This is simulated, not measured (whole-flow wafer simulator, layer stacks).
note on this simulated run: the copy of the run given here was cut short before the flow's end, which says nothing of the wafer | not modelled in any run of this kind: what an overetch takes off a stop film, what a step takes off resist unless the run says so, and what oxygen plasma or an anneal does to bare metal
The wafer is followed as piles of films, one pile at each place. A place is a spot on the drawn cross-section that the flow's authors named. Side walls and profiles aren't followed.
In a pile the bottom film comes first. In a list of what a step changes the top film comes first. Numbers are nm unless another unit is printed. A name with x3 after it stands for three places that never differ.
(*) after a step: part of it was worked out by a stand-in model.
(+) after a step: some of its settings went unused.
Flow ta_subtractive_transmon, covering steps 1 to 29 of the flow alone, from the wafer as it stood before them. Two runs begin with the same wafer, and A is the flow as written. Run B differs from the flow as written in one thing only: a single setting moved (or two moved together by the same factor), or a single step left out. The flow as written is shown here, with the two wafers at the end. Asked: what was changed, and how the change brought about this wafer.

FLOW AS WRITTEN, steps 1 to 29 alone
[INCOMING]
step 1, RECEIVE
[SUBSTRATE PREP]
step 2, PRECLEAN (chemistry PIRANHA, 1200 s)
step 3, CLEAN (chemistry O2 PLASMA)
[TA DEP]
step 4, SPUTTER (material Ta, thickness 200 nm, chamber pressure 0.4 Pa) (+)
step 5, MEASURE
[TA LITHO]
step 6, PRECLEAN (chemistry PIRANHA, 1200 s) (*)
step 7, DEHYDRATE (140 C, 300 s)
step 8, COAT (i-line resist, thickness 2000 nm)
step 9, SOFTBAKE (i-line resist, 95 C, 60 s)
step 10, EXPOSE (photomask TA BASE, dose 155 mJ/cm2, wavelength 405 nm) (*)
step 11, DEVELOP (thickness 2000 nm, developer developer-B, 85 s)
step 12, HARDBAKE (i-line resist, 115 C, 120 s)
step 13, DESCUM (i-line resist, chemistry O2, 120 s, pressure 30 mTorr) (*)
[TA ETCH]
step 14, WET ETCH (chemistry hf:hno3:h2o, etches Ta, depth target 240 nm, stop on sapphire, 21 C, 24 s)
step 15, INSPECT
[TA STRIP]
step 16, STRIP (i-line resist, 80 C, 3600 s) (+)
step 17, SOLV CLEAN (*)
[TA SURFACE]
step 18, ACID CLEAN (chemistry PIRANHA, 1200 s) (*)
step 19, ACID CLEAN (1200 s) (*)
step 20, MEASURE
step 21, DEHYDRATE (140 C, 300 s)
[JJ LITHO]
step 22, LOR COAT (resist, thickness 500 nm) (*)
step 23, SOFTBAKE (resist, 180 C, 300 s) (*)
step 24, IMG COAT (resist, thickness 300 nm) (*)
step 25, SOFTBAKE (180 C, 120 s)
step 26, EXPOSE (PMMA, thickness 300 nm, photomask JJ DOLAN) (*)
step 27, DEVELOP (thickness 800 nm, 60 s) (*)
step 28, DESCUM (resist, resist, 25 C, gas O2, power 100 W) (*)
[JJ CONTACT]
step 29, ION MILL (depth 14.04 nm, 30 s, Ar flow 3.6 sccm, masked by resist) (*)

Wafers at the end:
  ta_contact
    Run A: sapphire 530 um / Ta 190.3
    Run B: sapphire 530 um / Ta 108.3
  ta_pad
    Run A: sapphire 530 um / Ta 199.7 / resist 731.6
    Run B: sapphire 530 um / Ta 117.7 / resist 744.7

The reason: step 4, SPUTTER: thickness 118 nm was run, whereas the flow has thickness 200 nm.

How this came from the change, step by step:
  step 4, SPUTTER (material Ta, thickness 200 nm, chamber pressure 0.4 Pa) (+)
      field x2, jj_line, lead, ta_contact, ta_pad: A +200 Ta (new film) | B +118 Ta (new film)
  step 14, WET ETCH (chemistry hf:hno3:h2o, etches Ta, depth target 240 nm, stop on sapphire, 21 C, 24 s)
      field x2, jj_line, lead: A -200 Ta (all of it) | B -118 Ta (all of it)
  step 22, LOR COAT (resist, thickness 500 nm) (*)
      lead: A +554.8 resist (new film) | B +533.3 resist (new film)
      ta_contact: A +443.8 resist (new film) | B +465.6 resist (new film)
  step 24, IMG COAT (resist, thickness 300 nm) (*)
      ta_pad: A +281.3 resist | B +288.8 resist
  step 27, DEVELOP (thickness 800 nm, 60 s) (*)
      lead: A -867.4 resist (all of it) | B -840.7 resist (all of it)
      ta_contact: A -731.2 resist (all of it) | B -758.3 resist (all of it)
